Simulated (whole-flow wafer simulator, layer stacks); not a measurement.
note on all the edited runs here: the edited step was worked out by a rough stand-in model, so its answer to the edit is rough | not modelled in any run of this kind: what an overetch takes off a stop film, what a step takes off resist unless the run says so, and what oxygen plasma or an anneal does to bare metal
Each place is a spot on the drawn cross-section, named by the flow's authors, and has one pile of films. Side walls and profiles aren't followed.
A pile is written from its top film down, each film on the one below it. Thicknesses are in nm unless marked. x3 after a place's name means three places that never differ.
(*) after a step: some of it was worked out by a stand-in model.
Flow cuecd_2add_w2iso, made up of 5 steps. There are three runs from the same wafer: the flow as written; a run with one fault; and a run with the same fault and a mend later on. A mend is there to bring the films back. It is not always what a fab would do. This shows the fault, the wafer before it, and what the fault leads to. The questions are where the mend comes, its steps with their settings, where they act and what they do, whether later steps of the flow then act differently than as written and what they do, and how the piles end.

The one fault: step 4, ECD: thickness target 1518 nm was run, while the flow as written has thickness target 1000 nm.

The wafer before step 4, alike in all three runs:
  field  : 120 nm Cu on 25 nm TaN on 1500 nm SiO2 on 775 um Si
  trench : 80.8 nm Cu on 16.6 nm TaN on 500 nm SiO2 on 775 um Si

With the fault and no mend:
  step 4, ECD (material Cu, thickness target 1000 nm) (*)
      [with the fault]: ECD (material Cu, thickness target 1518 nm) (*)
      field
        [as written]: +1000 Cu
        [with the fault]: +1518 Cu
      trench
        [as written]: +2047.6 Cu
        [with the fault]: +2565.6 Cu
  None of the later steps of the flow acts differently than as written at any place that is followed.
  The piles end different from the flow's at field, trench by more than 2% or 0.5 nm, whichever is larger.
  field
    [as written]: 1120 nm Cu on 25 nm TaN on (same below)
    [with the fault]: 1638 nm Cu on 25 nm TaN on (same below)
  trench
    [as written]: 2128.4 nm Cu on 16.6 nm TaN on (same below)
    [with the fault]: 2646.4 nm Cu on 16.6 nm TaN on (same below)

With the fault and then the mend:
  After step 5 comes the mend.
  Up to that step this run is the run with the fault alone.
  step 5a, ETCH (chemistry cu recess dil, depth target 518 nm)
      field, trench
        -518 Cu
  None of the later steps of the flow acts differently than as written at any place that is followed.
  The piles end the same as the flow's at every place that both follow.
